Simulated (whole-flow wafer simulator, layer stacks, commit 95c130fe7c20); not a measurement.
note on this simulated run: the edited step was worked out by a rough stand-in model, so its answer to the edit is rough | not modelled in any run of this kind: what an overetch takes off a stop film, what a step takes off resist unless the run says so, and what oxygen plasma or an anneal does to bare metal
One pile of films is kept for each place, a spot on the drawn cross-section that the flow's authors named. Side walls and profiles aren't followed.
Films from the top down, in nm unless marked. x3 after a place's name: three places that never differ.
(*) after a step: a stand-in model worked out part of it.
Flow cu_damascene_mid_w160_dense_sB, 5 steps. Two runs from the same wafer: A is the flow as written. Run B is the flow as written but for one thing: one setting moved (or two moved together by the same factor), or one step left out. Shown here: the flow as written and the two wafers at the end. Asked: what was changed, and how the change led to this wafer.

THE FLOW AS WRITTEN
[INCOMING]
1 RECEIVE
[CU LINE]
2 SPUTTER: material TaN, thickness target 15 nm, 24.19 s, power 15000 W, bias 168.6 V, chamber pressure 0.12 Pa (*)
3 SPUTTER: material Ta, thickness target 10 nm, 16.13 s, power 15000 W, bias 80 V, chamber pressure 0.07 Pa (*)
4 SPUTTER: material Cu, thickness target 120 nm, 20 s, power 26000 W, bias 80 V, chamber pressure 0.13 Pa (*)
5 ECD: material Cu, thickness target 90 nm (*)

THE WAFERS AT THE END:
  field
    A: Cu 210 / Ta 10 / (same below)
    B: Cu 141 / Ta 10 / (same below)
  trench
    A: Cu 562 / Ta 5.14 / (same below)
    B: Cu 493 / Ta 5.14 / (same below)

The cause: step 4, SPUTTER: thickness target 51 nm was run, where the flow has thickness target 120 nm; step 4, SPUTTER: 8.5 s was run, where the flow has 20 s.

How the change led to this, step by step:
  4 SPUTTER: material Cu, thickness target 120 nm, 20 s, power 26000 W, bias 80 V, chamber pressure 0.13 Pa (*)
      field: A Cu +120 (new film) | B Cu +51 (new film)
      trench: A Cu +62 (new film) | B Cu +26.4 (new film)
  5 ECD: material Cu, thickness target 90 nm (*)
      trench: A Cu +500 | B Cu +466.7
